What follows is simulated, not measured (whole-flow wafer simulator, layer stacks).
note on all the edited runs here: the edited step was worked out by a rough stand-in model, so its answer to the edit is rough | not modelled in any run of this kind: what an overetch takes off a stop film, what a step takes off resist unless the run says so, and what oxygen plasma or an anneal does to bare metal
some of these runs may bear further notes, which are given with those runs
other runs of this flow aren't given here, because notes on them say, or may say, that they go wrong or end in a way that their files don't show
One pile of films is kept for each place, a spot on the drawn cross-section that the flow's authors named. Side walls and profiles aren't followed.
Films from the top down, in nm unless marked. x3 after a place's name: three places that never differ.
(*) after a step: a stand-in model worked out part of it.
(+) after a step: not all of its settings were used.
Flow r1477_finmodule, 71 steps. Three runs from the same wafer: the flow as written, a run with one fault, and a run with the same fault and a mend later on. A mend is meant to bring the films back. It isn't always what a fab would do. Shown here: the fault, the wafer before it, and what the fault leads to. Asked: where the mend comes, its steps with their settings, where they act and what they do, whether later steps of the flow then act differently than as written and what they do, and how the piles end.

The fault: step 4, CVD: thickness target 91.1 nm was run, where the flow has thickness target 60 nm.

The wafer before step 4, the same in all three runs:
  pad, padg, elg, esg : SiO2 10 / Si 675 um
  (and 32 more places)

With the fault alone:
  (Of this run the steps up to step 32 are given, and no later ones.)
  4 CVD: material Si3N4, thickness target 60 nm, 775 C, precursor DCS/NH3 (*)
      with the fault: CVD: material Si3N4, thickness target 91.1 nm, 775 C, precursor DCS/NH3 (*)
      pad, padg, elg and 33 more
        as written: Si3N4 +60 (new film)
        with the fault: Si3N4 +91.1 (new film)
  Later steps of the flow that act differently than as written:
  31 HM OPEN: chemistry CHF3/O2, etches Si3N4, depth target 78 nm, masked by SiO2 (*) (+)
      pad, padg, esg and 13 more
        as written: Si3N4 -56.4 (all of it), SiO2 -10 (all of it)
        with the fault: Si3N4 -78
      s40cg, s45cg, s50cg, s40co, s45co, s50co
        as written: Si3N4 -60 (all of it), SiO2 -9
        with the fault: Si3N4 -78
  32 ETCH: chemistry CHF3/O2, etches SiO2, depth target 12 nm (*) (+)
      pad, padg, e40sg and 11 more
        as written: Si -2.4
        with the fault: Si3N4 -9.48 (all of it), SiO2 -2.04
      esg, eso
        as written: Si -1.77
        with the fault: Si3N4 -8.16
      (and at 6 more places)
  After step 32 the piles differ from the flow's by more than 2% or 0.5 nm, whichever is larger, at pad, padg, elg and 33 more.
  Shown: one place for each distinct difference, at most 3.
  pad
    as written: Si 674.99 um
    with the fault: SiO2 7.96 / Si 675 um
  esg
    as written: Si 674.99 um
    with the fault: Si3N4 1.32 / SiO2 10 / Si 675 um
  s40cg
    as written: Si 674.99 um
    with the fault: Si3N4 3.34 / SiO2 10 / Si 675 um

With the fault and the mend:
  The mend comes after step 5.
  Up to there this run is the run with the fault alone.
  5a ETCH: chemistry h3po4, depth target 104.8 nm
      pad, padg, elg and 33 more
        Si3N4 -91.1 (all of it)
  5b CLEAN: chemistry SC1/SC2 (the flow's step 2 once more)
      changes no film at any place that is followed
  5c CVD: material Si3N4, thickness target 60 nm, 775 C, precursor DCS/NH3 (*) (the flow's step 4 once more)
      pad, padg, elg and 33 more
        Si3N4 +60 (new film)
  No later step of the flow acts differently than as written at any place that is followed.
  At the end the piles are the same as the flow's at every place that both follow.
